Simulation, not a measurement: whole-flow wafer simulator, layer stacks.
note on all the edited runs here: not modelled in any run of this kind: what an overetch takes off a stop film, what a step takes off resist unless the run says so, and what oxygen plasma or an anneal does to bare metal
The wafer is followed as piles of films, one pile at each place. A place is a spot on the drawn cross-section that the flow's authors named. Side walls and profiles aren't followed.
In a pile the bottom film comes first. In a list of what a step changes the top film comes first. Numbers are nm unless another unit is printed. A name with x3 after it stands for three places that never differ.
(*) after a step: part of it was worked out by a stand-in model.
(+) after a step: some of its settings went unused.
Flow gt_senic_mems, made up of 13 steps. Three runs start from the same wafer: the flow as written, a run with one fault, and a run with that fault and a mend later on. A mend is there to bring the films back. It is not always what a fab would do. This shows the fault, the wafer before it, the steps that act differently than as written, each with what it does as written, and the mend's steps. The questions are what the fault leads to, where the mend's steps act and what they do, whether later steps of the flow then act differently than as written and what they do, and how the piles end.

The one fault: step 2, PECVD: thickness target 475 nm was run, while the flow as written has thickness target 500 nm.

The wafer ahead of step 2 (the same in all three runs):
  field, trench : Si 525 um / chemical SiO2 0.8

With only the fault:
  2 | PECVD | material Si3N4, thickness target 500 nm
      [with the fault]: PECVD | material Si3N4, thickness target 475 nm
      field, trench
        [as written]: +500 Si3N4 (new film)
        [with the fault]: +475 Si3N4 (new film)
  Steps later in the flow that act otherwise than as written (2 more steps, not shown, differ only slightly: by at most 2% or 0.5 nm, whichever is larger):
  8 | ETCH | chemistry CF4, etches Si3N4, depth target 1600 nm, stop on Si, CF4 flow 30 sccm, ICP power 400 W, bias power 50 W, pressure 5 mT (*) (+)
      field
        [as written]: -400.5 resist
        [with the fault]: -383.9 resist
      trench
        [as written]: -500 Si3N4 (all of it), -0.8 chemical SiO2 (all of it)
        [with the fault]: -475 Si3N4 (all of it), -0.8 chemical SiO2 (all of it)
  By the end, the piles at field depart from the flow's by more than 2% or 0.5 nm, whichever is larger.
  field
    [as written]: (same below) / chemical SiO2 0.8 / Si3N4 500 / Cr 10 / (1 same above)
    [with the fault]: (same below) / chemical SiO2 0.8 / Si3N4 475 / Cr 10 / (1 same above)

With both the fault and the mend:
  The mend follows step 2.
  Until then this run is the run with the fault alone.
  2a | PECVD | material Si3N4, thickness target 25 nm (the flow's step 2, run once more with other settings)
      field, trench
        +25 Si3N4
  Later steps of the flow that are run all act as written at every place that is followed.
  The piles end the same as the flow's at every place that both follow.
